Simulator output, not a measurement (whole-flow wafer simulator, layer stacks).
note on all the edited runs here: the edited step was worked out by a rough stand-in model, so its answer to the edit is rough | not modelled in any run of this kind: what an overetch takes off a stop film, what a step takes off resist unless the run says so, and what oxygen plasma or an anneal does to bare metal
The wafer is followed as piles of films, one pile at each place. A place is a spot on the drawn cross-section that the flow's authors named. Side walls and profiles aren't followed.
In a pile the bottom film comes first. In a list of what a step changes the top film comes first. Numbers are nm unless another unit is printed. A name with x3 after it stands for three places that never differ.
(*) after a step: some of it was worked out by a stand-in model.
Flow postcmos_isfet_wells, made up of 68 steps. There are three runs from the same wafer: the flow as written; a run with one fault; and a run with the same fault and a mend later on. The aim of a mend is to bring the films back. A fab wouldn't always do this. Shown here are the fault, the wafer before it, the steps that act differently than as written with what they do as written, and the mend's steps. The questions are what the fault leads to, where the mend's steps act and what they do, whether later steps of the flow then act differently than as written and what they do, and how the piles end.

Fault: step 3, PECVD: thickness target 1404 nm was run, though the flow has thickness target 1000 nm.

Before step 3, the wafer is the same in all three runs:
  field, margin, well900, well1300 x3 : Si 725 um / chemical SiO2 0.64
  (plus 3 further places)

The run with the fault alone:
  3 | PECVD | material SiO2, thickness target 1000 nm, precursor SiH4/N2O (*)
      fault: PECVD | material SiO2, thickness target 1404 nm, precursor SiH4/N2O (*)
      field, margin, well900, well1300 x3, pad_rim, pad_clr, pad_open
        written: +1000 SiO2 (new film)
        fault: +1404 SiO2 (new film)
  Later steps of the flow that are run all act as written at every place that is followed.
  By the end, the piles at field, margin, well900, well1300 x3, pad_rim, pad_clr, pad_open depart from the flow's by more than 2% or 0.5 nm, whichever is larger.
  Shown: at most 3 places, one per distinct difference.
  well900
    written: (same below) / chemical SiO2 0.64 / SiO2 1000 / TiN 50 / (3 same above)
    fault: (same below) / chemical SiO2 0.64 / SiO2 1404 / TiN 50 / (3 same above)
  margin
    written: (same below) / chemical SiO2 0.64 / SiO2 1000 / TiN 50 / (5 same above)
    fault: (same below) / chemical SiO2 0.64 / SiO2 1404 / TiN 50 / (5 same above)
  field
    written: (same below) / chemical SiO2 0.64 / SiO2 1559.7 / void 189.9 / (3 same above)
    fault: (same below) / chemical SiO2 0.64 / SiO2 1963.7 / void 189.9 / (3 same above)

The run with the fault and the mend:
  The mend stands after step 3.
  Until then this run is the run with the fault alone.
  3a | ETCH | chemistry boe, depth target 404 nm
      field, margin, well900, well1300 x3, pad_rim, pad_clr, pad_open
        -404 SiO2
  Later steps of the flow that are run all act as written at every place that is followed.
  By the end, the piles equal the flow's at every place that both follow.
